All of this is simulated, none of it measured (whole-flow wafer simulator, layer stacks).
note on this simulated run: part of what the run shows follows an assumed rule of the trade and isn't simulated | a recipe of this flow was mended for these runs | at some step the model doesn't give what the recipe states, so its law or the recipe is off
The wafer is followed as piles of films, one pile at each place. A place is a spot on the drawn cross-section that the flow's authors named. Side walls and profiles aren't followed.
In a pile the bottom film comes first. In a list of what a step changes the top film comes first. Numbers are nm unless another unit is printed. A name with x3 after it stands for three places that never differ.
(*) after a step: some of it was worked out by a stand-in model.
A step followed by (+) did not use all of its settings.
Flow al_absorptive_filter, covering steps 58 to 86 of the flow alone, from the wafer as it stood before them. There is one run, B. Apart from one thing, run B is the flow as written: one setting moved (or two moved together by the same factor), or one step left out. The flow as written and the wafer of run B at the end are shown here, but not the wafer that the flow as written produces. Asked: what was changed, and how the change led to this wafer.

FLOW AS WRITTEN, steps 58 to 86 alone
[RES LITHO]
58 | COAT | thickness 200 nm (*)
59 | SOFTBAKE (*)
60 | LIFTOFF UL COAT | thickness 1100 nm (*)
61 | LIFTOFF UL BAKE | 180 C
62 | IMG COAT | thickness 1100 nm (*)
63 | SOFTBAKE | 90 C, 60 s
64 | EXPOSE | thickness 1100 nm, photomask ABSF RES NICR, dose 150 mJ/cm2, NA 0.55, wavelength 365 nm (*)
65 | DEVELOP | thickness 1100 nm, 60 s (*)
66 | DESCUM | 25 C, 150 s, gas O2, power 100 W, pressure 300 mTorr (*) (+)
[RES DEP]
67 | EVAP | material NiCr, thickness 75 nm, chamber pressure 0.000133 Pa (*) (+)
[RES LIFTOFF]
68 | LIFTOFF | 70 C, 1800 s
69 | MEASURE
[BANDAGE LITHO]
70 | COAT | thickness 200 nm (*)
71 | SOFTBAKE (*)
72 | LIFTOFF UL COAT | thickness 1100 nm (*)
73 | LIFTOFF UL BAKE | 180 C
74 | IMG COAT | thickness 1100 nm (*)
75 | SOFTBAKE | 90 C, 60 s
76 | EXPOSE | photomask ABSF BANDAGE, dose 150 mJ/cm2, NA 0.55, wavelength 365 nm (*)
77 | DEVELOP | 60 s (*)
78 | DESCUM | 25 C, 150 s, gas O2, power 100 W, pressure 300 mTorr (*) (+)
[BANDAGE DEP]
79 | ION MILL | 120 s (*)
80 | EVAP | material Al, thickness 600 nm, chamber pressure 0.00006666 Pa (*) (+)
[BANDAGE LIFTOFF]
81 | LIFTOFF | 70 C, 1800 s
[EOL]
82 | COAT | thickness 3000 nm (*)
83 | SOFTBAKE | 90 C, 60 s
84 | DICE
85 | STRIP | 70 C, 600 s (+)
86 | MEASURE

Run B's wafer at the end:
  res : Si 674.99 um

Cause: step 66, DESCUM: 114 s was run, whereas the flow has 150 s.

Step by step, how the change led to this:
  66 | DESCUM | 25 C, 150 s, gas O2, power 100 W, pressure 300 mTorr (*) (+)
      res: -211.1 acrylic-e-beam-resist (in the flow as written it would be: -231.4 acrylic-e-beam-resist (all of it))
      gnd, pad_far, xa_field and 8 more: -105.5 i-line-resist (in the flow as written it would be: -138.9 i-line-resist)
  68 | LIFTOFF | 70 C, 1800 s
      res: -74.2 NiCr (all of it), -20.4 acrylic-e-beam-resist (all of it) (in the flow as written it would be: nothing)
      xa_field, xl_land, idc_field: -75 NiCr (all of it), -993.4 i-line-resist (all of it), -1100 lift-off-underlayer (all of it), -200 acrylic-e-beam-resist (all of it) (in the flow as written it would be: -75 NiCr (all of it), -960.1 i-line-resist (all of it), -1100 lift-off-underlayer (all of it), -200 acrylic-e-beam-resist (all of it))
      (also at 8 further places)
  70 | COAT | thickness 200 nm (*)
      ledge: +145 acrylic-e-beam-resist (new film) (in the flow as written it would be: +167 acrylic-e-beam-resist (new film))
      res: +238.5 acrylic-e-beam-resist (new film) (in the flow as written it would be: +218.1 acrylic-e-beam-resist (new film))
  72 | LIFTOFF UL COAT | thickness 1100 nm (*)
      res: +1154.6 lift-off-underlayer (new film) (in the flow as written it would be: +1118.2 lift-off-underlayer (new film))
  81 | LIFTOFF | 70 C, 1800 s
      ledge: -600 Al (all of it), -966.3 i-line-resist (all of it), -1084.9 lift-off-underlayer (all of it), -145 acrylic-e-beam-resist (all of it) (in the flow as written it would be: -600 Al (all of it), -956.6 i-line-resist (all of it), -1077.5 lift-off-underlayer (all of it), -167 acrylic-e-beam-resist (all of it))
      res: -600 Al (all of it), -976.9 i-line-resist (all of it), -1154.6 lift-off-underlayer (all of it), -238.5 acrylic-e-beam-resist (all of it) (in the flow as written it would be: -600 Al (all of it), -964.1 i-line-resist (all of it), -1118.2 lift-off-underlayer (all of it), -218.1 acrylic-e-beam-resist (all of it))
  82 | COAT | thickness 3000 nm (*)
      res: +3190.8 i-line-resist (new film) (in the flow as written it would be: +3123.4 i-line-resist (new film))
  83 | SOFTBAKE | 90 C, 60 s
      res: +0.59 i-line-resist (in the flow as written it would be: -1.75 i-line-resist)
      gnd: +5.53 i-line-resist (in the flow as written it would be: +6.13 i-line-resist)
      (also at 1 further place)
  85 | STRIP | 70 C, 600 s (+)
      res: -3191.3 i-line-resist (all of it) (in the flow as written it would be: -3121.6 i-line-resist (all of it))
